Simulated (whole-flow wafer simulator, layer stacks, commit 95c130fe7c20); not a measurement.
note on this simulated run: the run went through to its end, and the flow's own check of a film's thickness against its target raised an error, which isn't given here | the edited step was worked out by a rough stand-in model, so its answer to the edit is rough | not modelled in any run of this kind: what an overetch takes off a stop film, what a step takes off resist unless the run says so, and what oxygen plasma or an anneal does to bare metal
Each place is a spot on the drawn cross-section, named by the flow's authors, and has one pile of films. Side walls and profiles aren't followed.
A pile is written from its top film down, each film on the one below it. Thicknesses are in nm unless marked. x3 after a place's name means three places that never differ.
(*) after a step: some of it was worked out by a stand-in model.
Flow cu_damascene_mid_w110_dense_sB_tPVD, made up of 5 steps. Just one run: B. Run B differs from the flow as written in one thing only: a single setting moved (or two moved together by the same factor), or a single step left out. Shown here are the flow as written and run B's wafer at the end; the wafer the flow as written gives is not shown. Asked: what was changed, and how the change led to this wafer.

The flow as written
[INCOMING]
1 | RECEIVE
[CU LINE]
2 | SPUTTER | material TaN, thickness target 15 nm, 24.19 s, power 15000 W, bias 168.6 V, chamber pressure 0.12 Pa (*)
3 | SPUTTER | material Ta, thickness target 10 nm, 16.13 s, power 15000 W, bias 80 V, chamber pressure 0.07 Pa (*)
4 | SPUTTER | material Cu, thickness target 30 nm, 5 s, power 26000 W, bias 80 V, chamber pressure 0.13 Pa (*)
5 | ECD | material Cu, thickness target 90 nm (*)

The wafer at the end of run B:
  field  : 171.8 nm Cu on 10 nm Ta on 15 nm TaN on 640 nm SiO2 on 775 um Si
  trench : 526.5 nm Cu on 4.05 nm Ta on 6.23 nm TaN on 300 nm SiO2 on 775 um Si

Cause: step 5, ECD: thickness target 141.8 nm was run, whereas the flow has thickness target 90 nm.

The path from the change to this, step by step:
  5 | ECD | material Cu, thickness target 90 nm (*)
      field: Cu gains 141.8 (it would be, as written: Cu gains 90)
      trench: Cu gains 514 (it would be, as written: Cu gains 462.2)
